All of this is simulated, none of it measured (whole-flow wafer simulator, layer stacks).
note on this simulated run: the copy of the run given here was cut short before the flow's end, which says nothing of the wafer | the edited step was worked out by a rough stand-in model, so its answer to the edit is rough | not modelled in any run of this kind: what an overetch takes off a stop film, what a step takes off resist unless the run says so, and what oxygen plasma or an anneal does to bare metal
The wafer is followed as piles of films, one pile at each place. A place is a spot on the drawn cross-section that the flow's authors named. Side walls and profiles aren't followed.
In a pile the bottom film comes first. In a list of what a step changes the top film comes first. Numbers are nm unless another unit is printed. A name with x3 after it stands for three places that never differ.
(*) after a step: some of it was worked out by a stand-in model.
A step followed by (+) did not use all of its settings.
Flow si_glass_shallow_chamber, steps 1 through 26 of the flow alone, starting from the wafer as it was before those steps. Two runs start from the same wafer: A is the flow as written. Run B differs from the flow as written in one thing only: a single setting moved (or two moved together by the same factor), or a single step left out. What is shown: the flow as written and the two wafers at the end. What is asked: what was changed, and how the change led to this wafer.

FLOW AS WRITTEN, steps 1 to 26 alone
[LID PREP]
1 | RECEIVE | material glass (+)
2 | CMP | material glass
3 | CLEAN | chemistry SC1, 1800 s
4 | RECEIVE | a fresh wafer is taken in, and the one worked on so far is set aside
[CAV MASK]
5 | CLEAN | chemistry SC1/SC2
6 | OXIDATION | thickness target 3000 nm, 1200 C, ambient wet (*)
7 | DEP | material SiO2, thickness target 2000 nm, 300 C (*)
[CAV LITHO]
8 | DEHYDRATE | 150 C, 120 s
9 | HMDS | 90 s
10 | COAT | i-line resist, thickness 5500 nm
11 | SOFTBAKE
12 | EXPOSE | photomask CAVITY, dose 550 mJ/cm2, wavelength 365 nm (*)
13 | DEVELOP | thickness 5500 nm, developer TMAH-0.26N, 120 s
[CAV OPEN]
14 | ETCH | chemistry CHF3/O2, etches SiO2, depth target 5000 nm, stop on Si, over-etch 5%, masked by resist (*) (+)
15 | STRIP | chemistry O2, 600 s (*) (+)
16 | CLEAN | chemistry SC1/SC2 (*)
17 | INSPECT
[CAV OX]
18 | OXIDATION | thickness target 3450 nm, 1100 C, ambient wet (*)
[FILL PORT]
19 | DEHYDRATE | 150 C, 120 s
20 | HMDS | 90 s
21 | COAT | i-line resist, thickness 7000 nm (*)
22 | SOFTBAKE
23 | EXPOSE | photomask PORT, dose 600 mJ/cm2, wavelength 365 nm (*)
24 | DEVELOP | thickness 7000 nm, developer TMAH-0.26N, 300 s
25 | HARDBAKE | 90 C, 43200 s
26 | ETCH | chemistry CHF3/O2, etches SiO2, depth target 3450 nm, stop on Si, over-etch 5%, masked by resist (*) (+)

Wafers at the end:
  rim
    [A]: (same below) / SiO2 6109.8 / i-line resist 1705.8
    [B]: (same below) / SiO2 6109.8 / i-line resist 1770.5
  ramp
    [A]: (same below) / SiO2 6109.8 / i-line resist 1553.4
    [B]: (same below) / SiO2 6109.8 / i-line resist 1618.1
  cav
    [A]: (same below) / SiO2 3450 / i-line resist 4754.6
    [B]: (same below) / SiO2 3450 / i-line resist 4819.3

What caused this: step 26, ETCH: over-etch 2.75% was run, whereas the flow has over-etch 5%.

How this came from the change, step by step:
  26 | ETCH | chemistry CHF3/O2, etches SiO2, depth target 3450 nm, stop on Si, over-etch 5%, masked by resist (*) (+)
      rim, ramp, cav, ring: A i-line resist loses 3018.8 | B i-line resist loses 2954.1
      port: A SiO2 loses 3450 (all of it), Si loses 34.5 | B SiO2 loses 3450 (all of it), Si loses 19
      (also at 1 further place)
